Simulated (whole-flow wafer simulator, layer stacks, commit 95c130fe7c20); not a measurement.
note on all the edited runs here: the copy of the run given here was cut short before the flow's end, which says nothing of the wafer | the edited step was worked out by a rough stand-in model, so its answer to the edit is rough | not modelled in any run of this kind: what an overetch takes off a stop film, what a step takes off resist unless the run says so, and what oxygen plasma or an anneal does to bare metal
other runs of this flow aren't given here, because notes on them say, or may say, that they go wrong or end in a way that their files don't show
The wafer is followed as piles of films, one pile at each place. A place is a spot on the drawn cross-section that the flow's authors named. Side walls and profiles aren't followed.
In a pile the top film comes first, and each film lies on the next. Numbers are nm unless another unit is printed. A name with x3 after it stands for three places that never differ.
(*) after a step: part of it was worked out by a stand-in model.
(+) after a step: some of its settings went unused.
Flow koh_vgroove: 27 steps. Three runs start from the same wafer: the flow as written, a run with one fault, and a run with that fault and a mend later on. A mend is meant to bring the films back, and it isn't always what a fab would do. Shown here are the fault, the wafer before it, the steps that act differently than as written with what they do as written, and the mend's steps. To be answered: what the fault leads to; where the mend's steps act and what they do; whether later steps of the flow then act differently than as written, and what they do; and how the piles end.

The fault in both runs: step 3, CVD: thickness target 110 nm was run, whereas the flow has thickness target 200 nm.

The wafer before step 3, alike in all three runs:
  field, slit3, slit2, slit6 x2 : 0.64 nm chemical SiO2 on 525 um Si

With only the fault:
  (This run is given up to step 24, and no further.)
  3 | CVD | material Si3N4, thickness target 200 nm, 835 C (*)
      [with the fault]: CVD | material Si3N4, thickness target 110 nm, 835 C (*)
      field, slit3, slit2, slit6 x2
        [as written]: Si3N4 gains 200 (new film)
        [with the fault]: Si3N4 gains 110 (new film)
  Later steps of the flow acting differently than as written:
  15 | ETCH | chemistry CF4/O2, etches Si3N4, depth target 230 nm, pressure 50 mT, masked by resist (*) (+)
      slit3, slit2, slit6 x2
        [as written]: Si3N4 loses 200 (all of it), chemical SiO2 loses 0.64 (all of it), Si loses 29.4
        [with the fault]: Si3N4 loses 110 (all of it), chemical SiO2 loses 0.64 (all of it), Si loses 119.4
  After step 24, at field, the piles differ from the flow's by more than 2% or 0.5 nm, whichever is larger.
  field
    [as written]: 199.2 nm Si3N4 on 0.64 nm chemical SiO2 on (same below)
    [with the fault]: 109.2 nm Si3N4 on 0.64 nm chemical SiO2 on (same below)

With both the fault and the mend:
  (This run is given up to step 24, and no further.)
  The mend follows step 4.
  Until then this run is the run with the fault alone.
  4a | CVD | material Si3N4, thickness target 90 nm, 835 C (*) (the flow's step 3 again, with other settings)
      field, slit3, slit2, slit6 x2
        Si3N4 gains 90
  None of the later steps of the flow up to step 24 acts differently than as written at any place that is followed.
  At every place that both follow, the piles after step 24 match the flow's.
